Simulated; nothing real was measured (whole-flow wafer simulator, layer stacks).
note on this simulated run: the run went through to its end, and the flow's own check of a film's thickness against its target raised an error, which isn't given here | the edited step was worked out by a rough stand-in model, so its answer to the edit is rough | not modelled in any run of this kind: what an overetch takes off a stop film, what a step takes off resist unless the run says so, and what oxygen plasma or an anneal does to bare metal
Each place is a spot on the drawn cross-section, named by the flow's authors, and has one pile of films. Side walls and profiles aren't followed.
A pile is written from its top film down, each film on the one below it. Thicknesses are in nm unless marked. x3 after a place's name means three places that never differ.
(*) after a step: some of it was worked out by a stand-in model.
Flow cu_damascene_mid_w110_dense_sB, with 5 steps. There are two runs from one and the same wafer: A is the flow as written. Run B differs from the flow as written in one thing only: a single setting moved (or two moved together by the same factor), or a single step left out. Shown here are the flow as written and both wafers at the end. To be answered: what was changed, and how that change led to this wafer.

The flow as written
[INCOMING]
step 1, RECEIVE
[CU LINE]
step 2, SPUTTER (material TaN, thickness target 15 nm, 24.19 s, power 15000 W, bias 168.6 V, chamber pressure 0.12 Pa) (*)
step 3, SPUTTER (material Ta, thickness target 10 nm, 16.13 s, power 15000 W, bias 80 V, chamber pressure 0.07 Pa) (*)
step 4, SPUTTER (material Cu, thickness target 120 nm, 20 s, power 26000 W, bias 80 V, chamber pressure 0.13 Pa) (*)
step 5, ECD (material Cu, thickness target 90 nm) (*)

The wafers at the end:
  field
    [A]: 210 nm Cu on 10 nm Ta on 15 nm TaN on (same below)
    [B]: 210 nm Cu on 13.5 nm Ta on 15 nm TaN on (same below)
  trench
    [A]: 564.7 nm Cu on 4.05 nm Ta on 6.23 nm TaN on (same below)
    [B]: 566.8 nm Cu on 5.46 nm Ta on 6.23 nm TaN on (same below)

Cause: step 3, SPUTTER: thickness target 13.5 nm was run, whereas the flow has thickness target 10 nm; step 3, SPUTTER: 21.78 s was run, where the flow has 16.13 s.
The wafer lets one read it off: field has Ta 13.5, and step 3 as written asks for 10 nm.

The path from the change to this, step by step:
  step 3, SPUTTER (material Ta, thickness target 10 nm, 16.13 s, power 15000 W, bias 80 V, chamber pressure 0.07 Pa) (*)
      field: A Ta gains 10 (new film) | B Ta gains 13.5 (new film)
      trench: A Ta gains 4.05 (new film) | B Ta gains 5.46 (new film)
